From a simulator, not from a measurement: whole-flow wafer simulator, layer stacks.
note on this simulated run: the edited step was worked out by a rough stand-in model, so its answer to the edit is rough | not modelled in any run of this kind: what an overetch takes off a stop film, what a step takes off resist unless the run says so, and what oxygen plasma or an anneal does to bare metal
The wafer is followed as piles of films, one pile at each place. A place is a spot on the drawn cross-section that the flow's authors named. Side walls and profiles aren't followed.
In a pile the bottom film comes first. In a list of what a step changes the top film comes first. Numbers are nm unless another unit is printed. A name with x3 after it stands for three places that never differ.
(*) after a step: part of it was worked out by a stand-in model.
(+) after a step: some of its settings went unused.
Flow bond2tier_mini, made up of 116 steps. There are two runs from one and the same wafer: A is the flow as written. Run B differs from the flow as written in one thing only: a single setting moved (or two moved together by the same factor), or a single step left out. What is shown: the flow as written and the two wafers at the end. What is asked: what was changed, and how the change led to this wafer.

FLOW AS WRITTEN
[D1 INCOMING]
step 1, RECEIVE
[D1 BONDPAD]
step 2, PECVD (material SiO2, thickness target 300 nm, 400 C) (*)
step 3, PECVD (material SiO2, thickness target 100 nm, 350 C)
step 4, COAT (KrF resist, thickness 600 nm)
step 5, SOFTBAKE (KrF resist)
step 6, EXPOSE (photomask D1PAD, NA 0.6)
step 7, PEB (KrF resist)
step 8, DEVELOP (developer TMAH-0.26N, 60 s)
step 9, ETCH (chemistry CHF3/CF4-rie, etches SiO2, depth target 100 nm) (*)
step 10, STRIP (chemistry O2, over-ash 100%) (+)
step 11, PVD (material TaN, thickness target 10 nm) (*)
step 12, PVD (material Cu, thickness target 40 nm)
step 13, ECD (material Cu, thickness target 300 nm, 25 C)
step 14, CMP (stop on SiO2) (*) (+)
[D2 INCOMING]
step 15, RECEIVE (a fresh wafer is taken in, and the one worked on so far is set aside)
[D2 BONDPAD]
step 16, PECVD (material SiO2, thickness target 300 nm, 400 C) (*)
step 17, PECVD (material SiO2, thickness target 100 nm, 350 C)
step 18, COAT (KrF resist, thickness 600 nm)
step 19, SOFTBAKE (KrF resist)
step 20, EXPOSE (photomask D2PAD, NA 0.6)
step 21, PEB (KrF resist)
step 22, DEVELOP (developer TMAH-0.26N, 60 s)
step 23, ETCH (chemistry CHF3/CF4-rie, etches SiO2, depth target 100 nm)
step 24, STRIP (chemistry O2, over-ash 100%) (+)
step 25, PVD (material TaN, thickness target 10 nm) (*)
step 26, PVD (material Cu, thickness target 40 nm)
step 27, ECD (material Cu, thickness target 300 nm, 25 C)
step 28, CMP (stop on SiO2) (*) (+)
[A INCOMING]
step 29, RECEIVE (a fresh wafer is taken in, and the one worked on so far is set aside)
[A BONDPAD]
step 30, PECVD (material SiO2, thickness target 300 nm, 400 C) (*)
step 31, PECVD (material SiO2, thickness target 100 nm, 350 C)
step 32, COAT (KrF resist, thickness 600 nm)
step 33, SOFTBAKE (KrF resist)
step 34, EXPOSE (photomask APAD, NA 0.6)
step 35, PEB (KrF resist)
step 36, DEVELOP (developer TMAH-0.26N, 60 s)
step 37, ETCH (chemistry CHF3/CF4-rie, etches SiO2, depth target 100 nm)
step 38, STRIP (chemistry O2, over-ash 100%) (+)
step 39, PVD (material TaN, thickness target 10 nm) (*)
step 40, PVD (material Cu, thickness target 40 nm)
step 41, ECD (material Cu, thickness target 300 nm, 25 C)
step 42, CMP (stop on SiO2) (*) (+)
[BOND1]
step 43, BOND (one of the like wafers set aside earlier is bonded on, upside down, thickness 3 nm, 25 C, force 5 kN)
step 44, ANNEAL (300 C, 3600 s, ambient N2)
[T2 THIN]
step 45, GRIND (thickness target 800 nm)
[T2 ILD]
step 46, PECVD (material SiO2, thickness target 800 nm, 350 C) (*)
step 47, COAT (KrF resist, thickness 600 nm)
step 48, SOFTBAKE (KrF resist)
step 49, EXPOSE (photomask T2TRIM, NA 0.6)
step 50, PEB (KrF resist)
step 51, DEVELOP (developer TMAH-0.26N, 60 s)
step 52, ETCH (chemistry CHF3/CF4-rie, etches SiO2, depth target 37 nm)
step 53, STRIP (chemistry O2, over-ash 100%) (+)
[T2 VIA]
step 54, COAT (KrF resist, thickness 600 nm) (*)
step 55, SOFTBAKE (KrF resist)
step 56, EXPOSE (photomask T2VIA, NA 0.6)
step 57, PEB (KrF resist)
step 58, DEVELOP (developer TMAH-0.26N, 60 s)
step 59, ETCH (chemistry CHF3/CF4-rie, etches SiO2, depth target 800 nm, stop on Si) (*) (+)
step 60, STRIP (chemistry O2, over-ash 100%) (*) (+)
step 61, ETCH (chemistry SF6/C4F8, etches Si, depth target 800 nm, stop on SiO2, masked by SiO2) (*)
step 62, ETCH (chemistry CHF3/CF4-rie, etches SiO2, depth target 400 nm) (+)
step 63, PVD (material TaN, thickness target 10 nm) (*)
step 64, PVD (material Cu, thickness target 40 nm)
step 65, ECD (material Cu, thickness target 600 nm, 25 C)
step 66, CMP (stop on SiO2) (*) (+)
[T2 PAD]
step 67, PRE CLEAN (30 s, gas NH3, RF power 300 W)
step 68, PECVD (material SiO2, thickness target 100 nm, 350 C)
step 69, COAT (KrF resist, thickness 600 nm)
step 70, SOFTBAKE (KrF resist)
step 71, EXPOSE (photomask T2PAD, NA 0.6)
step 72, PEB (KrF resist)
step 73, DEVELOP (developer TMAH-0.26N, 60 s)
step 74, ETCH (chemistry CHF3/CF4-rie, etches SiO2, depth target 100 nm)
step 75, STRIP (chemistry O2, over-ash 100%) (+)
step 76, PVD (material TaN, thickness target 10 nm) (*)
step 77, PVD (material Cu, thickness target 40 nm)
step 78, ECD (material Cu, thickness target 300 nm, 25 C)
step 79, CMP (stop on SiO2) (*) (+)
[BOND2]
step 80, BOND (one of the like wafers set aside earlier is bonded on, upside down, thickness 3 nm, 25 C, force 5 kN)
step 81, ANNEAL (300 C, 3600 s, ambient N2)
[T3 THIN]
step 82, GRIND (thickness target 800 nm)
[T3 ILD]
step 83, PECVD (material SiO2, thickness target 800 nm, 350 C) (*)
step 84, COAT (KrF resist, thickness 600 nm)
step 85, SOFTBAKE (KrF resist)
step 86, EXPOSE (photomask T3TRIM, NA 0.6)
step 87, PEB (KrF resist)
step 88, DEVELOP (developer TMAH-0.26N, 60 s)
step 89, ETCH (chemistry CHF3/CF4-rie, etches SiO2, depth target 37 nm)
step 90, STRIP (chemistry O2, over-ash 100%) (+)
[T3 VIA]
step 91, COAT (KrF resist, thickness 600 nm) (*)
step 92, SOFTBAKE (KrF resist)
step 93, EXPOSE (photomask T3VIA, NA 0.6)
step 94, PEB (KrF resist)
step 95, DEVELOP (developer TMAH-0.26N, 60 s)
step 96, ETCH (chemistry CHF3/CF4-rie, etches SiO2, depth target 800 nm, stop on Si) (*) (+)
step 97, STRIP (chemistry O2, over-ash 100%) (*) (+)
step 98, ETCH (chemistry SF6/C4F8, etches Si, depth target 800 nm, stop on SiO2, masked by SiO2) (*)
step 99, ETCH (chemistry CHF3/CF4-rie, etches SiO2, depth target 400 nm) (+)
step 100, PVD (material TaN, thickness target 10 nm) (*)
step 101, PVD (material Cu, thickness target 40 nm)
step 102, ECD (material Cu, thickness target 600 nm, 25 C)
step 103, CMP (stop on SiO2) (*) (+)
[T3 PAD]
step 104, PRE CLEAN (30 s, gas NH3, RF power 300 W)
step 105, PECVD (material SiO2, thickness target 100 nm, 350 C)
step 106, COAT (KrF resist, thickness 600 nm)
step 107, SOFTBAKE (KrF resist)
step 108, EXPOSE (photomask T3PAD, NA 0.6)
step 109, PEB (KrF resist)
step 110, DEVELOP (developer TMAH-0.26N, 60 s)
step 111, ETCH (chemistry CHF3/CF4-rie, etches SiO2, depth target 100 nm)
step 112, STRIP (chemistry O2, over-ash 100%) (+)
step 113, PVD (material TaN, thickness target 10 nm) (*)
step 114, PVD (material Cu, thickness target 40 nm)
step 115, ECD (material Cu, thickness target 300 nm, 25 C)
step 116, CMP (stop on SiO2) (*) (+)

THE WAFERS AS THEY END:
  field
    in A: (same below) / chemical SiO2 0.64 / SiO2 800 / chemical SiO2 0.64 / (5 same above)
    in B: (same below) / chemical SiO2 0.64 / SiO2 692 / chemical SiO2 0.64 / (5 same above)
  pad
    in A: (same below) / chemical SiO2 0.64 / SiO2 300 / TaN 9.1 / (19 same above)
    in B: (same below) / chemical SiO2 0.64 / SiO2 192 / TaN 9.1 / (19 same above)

Cause: step 30, PECVD: thickness target 192 nm was run, while the flow as written has thickness target 300 nm.
One can read it off the wafer: pad has SiO2 192, and step 30 as written asks for 300 nm.

Step by step, how the change led to this:
  step 30, PECVD (material SiO2, thickness target 300 nm, 400 C) (*)
      field, pad, via: A +300 SiO2 (new film) | B +192 SiO2 (new film)
